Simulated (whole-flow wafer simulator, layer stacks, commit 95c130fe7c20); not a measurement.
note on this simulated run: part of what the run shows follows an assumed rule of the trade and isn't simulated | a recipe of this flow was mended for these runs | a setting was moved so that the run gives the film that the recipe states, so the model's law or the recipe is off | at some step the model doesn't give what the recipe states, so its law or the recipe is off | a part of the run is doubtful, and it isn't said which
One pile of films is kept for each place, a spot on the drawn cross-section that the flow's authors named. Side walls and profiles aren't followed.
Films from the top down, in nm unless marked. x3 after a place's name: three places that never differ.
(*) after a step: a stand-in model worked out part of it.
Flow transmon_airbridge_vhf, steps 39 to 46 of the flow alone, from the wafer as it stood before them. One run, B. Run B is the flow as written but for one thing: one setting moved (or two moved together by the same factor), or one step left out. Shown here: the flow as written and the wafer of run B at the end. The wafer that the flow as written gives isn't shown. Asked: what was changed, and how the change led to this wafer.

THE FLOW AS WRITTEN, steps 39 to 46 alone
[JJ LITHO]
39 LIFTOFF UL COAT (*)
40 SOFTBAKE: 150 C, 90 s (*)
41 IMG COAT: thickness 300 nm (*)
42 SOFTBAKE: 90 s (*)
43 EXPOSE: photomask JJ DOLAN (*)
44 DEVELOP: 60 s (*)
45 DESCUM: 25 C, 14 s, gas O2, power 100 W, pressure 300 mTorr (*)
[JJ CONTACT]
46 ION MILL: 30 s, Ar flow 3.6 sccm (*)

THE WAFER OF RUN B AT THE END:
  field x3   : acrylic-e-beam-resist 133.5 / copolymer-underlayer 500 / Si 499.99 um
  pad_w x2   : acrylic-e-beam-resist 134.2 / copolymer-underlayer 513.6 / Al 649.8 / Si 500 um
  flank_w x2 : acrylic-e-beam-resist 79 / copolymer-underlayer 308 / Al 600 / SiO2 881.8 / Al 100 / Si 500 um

The cause: step 41, IMG COAT: thickness 165 nm was run, where the flow has thickness 300 nm.

How the change led to this, step by step:
  41 IMG COAT: thickness 300 nm (*)
      field x3, jj_line, ground_far x3: acrylic-e-beam-resist +165 (new film) (as written it would be: acrylic-e-beam-resist +300 (new film))
      pad_w x2: acrylic-e-beam-resist +165.7 (new film) (as written it would be: acrylic-e-beam-resist +300.2 (new film))
      (and at 8 more places)
  44 DEVELOP: 60 s (*)
      jj_line: acrylic-e-beam-resist -165 (all of it), copolymer-underlayer -500 (all of it) (as written it would be: acrylic-e-beam-resist -300 (all of it), copolymer-underlayer -500 (all of it))
